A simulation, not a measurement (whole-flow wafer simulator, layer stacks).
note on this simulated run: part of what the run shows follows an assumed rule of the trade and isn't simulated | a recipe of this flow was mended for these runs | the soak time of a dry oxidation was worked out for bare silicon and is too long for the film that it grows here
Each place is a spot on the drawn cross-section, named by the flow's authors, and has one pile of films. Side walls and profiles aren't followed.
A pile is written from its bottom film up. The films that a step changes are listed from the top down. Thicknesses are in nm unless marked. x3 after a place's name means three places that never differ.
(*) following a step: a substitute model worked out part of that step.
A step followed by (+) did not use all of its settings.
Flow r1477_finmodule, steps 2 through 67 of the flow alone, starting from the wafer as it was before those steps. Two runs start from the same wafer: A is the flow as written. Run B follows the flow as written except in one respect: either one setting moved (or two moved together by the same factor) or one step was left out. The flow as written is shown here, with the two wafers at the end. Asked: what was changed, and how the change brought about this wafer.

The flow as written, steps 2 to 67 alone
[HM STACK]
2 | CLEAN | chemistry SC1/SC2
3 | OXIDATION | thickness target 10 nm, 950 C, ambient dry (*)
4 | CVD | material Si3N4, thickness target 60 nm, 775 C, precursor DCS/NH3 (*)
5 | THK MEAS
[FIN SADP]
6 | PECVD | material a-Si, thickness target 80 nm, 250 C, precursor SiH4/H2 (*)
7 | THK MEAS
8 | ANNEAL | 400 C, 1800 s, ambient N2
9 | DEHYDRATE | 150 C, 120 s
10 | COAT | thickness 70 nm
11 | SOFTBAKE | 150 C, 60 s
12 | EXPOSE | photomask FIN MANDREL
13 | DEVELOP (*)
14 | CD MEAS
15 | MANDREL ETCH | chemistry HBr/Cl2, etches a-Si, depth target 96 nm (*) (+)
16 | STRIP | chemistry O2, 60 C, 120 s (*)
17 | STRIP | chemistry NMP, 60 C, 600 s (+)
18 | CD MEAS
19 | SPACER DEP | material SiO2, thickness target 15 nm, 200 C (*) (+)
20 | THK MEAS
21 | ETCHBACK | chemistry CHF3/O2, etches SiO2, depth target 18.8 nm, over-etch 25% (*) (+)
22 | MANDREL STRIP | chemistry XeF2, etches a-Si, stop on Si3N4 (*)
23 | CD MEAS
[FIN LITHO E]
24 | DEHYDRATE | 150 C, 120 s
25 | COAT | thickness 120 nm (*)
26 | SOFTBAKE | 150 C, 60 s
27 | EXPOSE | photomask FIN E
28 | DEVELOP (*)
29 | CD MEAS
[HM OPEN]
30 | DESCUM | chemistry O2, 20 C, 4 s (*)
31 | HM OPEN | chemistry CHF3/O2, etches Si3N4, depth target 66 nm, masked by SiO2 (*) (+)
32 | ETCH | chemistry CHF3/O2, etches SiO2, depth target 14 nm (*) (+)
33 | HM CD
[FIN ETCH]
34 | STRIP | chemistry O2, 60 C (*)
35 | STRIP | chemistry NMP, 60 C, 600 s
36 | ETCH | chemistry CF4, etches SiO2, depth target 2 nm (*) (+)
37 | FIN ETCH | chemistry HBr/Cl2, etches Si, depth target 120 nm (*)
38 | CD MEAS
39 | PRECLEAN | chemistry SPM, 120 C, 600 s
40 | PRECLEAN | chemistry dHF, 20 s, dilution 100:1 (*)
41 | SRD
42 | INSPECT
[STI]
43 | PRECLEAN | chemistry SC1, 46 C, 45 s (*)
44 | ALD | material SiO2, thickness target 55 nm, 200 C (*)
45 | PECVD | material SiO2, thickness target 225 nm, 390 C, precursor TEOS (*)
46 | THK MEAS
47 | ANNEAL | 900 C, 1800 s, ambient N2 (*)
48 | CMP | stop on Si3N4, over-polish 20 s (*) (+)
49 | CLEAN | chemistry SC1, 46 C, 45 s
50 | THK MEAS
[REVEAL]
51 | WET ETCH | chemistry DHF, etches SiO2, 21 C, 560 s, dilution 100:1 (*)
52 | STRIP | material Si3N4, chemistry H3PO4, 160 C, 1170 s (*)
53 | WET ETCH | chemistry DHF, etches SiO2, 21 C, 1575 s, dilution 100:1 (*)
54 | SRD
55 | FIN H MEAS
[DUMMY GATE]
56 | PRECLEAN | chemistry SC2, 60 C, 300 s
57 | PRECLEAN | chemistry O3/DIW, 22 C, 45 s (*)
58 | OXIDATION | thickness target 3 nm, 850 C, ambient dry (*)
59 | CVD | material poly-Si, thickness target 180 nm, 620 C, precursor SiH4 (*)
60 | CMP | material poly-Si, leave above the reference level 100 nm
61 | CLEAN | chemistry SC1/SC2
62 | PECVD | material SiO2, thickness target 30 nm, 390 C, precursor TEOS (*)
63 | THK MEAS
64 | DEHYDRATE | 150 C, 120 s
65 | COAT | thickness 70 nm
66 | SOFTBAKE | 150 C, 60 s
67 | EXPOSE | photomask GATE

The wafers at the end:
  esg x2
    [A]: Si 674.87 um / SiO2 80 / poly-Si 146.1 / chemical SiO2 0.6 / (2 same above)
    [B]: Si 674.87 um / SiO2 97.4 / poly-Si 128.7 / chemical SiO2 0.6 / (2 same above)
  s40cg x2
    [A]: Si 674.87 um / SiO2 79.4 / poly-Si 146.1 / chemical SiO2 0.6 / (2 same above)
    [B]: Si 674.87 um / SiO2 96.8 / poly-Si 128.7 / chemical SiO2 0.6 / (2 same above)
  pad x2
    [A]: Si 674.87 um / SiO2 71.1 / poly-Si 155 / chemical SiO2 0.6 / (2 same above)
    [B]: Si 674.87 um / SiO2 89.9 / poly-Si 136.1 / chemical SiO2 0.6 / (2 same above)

The reason: step 53, WET ETCH: 1228 s was run, while the flow as written has 1575 s.

The path from the change to this, step by step:
  53 | WET ETCH | chemistry DHF, etches SiO2, 21 C, 1575 s, dilution 100:1 (*)
      esg x2, e40sg x2, e100sg x2 and 14 more: A -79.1 SiO2 | B -61.7 SiO2
      pad x2: A -85.7 SiO2 | B -66.8 SiO2
  59 | CVD | material poly-Si, thickness target 180 nm, 620 C, precursor SiH4 (*)
      esg x2, e40sg x2, e100sg x2 and 12 more: A +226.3 poly-Si (new film) | B +208.9 poly-Si (new film)
      e200sg x2: A +219.2 poly-Si (new film) | B +201.8 poly-Si (new film)
  60 | CMP | material poly-Si, leave above the reference level 100 nm
      pad x2: A -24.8 poly-Si | B -43.6 poly-Si
